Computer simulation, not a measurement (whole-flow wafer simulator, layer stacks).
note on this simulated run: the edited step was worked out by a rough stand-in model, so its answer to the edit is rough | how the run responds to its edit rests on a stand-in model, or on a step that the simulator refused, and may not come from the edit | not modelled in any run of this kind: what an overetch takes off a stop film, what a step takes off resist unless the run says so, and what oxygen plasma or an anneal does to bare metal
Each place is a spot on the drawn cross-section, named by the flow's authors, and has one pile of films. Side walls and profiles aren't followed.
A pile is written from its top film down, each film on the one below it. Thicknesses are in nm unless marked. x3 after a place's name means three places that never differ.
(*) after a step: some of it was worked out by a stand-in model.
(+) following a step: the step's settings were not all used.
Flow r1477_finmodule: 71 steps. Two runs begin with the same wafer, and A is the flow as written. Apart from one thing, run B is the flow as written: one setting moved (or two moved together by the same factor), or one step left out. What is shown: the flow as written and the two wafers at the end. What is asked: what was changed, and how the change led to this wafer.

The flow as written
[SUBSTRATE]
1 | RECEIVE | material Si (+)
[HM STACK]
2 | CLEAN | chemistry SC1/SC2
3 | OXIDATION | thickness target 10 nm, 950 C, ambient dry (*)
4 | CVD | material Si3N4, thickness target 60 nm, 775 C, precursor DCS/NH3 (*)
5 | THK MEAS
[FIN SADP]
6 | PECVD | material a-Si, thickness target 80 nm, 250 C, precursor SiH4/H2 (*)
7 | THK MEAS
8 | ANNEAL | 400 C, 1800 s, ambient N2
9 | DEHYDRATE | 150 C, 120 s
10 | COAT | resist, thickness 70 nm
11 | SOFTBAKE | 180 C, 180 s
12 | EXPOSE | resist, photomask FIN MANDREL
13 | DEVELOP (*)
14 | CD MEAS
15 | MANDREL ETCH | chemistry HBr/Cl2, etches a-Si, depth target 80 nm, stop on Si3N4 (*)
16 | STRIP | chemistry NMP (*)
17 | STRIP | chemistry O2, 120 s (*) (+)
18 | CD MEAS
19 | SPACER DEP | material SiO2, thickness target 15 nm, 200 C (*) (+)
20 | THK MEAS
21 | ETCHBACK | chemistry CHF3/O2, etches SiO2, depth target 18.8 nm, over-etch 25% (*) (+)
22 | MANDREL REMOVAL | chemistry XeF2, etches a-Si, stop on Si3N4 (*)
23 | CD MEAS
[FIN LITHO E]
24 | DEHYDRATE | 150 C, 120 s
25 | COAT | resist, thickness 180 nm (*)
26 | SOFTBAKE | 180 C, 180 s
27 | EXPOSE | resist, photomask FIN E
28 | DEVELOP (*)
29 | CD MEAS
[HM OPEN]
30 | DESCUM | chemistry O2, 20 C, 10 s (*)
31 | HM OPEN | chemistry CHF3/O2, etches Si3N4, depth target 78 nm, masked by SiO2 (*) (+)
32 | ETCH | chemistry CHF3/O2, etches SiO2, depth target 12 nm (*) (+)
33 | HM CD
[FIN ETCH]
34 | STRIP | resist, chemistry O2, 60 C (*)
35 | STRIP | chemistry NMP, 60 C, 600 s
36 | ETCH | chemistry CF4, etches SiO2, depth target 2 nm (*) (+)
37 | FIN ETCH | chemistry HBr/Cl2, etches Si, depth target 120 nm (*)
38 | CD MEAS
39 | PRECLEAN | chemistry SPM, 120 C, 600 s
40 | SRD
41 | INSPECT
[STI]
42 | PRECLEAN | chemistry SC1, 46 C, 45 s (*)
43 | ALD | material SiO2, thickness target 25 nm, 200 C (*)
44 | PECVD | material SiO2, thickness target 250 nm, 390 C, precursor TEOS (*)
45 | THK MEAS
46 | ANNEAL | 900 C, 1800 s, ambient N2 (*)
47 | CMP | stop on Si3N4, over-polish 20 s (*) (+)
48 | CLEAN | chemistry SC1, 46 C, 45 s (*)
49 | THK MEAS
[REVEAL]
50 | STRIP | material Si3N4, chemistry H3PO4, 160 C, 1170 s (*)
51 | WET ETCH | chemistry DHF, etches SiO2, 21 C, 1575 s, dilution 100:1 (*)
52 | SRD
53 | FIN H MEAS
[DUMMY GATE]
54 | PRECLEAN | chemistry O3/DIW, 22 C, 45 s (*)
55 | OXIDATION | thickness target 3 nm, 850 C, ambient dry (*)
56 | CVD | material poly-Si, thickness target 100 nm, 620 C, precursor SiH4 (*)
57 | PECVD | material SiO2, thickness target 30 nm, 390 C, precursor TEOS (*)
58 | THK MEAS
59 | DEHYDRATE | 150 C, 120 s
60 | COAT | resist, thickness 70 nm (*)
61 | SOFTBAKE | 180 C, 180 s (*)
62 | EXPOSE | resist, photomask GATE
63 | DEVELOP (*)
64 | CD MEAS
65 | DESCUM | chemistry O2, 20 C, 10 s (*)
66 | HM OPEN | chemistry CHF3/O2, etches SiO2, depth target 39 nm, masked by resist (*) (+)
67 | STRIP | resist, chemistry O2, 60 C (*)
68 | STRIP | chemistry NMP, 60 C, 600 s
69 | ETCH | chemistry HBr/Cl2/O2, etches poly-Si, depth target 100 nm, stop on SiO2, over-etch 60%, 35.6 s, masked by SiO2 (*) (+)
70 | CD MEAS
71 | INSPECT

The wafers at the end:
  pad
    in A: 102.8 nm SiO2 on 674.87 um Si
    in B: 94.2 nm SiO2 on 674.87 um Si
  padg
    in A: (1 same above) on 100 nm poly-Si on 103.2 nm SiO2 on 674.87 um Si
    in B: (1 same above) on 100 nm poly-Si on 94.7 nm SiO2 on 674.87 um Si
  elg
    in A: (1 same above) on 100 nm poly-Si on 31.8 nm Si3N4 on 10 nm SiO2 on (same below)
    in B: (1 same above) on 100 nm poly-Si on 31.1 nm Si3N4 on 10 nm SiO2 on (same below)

Cause: step 51, WET ETCH: 1733 s was run, whereas the flow has 1575 s.

How this came from the change, step by step:
  51 | WET ETCH | chemistry DHF, etches SiO2, 21 C, 1575 s, dilution 100:1 (*)
      pad, padg, e40sg and 12 more: A -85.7 SiO2 | B -94.3 SiO2
      elg, e40lg, e100lg, e200lg, elo, e40lo, e100lo, e200lo: A -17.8 SiO2 (all of it), -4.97 Si3N4 | B -17.8 SiO2 (all of it), -5.61 Si3N4
      (also at 7 further places)
  56 | CVD | material poly-Si, thickness target 100 nm, 620 C, precursor SiH4 (*)
      s40cg, s40co: A +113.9 poly-Si (new film) | B +123.9 poly-Si (new film)
      s45cg, s45co: A +113.4 poly-Si (new film) | B +123.9 poly-Si (new film)
      (also at 3 further places)
  60 | COAT | resist, thickness 70 nm (*)
      e40sg, eso, e40so: A +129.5 resist (new film) | B +137 resist (new film)
      e100sg, e100so: A +129.4 resist (new film) | B +137 resist (new film)
      (also at 12 further places)
  63 | DEVELOP (*)
      eso, e40so: A -129.5 resist (all of it) | B -137 resist (all of it)
      e100so: A -129.4 resist (all of it) | B -137 resist (all of it)
      (also at 6 further places)
  67 | STRIP | resist, chemistry O2, 60 C (*)
      e40sg: A -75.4 resist (all of it) | B -82.9 resist (all of it)
      e100sg: A -75.3 resist (all of it) | B -82.9 resist (all of it)
      (also at 6 further places)
  69 | ETCH | chemistry HBr/Cl2/O2, etches poly-Si, depth target 100 nm, stop on SiO2, over-etch 60%, 35.6 s, masked by SiO2 (*) (+)
      s40co: A -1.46 chemical SiO2 (all of it), -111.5 poly-Si (all of it), -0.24 SiO2 | B -1.49 chemical SiO2 (all of it), -121.4 poly-Si (all of it), -0.19 SiO2
      s45co: A -1.46 chemical SiO2 (all of it), -110.9 poly-Si (all of it), -0.25 SiO2 | B -1.49 chemical SiO2 (all of it), -121.4 poly-Si (all of it), -0.19 SiO2
      (also at 1 further place)
